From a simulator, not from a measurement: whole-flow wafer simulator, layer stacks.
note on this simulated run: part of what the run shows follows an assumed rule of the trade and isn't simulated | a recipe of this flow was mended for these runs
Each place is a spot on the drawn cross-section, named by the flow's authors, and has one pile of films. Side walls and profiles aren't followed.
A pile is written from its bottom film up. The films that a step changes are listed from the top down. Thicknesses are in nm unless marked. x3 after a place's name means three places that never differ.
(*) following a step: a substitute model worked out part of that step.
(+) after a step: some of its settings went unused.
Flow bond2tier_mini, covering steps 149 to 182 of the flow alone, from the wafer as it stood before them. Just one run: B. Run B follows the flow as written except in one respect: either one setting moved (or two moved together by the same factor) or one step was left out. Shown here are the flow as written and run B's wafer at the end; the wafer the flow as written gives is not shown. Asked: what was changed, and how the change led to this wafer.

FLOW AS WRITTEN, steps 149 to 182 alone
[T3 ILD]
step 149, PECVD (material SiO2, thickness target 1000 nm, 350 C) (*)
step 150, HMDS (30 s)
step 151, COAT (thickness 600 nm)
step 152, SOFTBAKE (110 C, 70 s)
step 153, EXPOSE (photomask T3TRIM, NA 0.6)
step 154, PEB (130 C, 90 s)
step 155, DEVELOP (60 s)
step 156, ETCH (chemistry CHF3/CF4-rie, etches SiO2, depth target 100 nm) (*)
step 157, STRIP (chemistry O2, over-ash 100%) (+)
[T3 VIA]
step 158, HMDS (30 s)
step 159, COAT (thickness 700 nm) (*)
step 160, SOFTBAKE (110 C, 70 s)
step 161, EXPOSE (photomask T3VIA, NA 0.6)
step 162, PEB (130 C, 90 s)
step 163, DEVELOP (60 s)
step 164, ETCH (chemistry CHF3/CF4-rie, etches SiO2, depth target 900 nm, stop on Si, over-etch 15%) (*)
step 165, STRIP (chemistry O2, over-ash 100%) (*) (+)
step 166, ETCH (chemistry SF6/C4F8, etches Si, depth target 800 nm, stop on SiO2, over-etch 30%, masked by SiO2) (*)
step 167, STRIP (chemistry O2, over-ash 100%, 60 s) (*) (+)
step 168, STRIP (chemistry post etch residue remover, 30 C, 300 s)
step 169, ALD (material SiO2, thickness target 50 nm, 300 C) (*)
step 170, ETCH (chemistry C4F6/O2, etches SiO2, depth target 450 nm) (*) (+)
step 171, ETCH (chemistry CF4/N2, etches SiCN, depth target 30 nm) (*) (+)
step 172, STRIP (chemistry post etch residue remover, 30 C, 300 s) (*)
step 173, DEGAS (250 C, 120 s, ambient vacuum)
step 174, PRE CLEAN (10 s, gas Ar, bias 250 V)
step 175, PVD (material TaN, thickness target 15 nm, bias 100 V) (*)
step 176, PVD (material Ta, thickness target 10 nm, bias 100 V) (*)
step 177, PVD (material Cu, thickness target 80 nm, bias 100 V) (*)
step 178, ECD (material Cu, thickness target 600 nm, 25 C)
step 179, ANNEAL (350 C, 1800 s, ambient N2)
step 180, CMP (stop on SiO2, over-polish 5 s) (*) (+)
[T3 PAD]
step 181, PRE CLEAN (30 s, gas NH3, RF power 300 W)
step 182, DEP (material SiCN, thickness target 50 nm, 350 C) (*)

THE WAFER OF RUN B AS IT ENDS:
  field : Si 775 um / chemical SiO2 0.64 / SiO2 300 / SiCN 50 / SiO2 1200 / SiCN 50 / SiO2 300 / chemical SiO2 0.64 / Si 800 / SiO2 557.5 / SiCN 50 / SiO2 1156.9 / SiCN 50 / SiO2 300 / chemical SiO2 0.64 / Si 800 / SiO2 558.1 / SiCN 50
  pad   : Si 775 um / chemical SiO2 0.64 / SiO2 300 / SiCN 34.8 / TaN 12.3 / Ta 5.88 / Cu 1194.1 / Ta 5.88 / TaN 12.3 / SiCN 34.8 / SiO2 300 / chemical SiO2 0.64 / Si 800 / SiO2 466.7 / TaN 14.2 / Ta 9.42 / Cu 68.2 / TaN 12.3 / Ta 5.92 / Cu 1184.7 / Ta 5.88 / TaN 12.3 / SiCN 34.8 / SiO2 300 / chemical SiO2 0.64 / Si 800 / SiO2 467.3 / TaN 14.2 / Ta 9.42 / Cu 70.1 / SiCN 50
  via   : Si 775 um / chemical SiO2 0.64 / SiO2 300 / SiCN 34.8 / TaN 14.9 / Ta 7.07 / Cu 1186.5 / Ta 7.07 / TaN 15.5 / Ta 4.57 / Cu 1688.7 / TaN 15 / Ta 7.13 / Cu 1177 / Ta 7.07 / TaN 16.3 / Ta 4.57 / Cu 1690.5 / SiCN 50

What caused this: step 174, PRE CLEAN: 8 s was run, while the flow as written has 10 s.

Step by step, how the change led to this:
  step 174, PRE CLEAN (10 s, gas Ar, bias 250 V)
      field, pad: -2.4 SiO2 (it would be, as written: -3 SiO2)
      via: -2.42 TaN (it would be, as written: -3.19 TaN)
